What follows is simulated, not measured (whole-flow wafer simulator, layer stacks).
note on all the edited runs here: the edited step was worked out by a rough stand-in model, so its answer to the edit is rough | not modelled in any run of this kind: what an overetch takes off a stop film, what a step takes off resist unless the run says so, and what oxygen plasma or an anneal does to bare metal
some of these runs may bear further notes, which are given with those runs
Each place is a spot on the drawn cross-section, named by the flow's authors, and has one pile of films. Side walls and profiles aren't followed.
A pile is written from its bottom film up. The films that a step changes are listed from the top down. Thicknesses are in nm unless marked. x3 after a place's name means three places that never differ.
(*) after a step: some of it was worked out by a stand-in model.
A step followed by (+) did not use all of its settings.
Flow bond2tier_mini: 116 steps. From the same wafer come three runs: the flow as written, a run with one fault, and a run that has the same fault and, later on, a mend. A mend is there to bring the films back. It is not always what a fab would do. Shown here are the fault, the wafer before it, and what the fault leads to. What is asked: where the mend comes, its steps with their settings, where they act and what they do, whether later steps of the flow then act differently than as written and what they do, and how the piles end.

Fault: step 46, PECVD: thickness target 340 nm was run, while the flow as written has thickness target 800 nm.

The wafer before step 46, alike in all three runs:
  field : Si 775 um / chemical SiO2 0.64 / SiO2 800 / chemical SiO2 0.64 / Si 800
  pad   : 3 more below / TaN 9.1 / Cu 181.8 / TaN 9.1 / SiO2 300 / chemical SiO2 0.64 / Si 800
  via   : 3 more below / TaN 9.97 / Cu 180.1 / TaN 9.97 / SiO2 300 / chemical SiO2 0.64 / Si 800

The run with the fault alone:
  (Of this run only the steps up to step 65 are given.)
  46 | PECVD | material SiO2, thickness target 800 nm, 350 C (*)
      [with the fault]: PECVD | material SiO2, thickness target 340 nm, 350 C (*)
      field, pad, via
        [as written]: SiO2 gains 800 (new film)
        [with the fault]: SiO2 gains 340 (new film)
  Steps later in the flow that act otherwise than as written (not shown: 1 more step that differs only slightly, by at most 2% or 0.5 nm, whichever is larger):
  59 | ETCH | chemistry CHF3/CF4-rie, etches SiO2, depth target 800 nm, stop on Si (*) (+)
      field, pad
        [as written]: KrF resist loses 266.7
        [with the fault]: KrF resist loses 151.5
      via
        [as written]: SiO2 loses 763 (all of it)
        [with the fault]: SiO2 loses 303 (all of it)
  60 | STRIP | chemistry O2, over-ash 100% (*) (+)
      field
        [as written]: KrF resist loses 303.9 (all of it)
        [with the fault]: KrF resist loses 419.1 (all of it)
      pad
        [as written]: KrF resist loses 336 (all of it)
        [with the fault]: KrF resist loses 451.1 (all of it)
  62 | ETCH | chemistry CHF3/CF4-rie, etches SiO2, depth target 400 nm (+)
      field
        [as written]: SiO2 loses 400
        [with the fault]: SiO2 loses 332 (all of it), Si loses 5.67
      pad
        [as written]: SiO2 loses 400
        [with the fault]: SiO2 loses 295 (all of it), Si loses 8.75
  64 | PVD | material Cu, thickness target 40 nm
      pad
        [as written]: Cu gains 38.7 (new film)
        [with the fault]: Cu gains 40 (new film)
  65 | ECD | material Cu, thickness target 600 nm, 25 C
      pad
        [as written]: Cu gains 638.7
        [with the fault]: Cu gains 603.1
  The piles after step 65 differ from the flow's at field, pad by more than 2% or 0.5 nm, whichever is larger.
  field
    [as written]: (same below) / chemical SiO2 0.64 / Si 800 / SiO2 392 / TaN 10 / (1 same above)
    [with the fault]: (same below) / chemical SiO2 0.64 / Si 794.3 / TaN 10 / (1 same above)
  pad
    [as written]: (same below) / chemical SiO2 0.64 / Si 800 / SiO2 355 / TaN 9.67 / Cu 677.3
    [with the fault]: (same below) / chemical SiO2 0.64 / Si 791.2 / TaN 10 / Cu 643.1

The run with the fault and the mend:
  The mend stands after step 51.
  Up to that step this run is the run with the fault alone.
  51a | STRIP | chemistry O2, over-ash 100% (+)
      field
        KrF resist loses 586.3 (all of it)
  51b | PECVD | material SiO2, thickness target 460 nm, 350 C (*) (the flow's step 46 again, with other settings)
      field, pad, via
        SiO2 gains 460
  51c | COAT | KrF resist, thickness 600 nm (the flow's step 47 again)
      field, pad, via
        KrF resist gains 600 (new film)
  51d | SOFTBAKE | KrF resist (the flow's step 48 again)
      does not change any film at any place that is followed
  51e | EXPOSE | photomask T2TRIM, NA 0.6 (the flow's step 49 again)
      does not change any film at any place that is followed
  51f | PEB | KrF resist (the flow's step 50 again)
      does not change any film at any place that is followed
  51g | DEVELOP | developer TMAH-0.26N, 60 s (the flow's step 51 again)
      pad, via
        KrF resist loses 600 (all of it)
      field
        KrF resist loses 13.7
  Every later step of the flow that is run acts as written at every place that is followed.
  At every place that both follow, the piles at the end match the flow's.
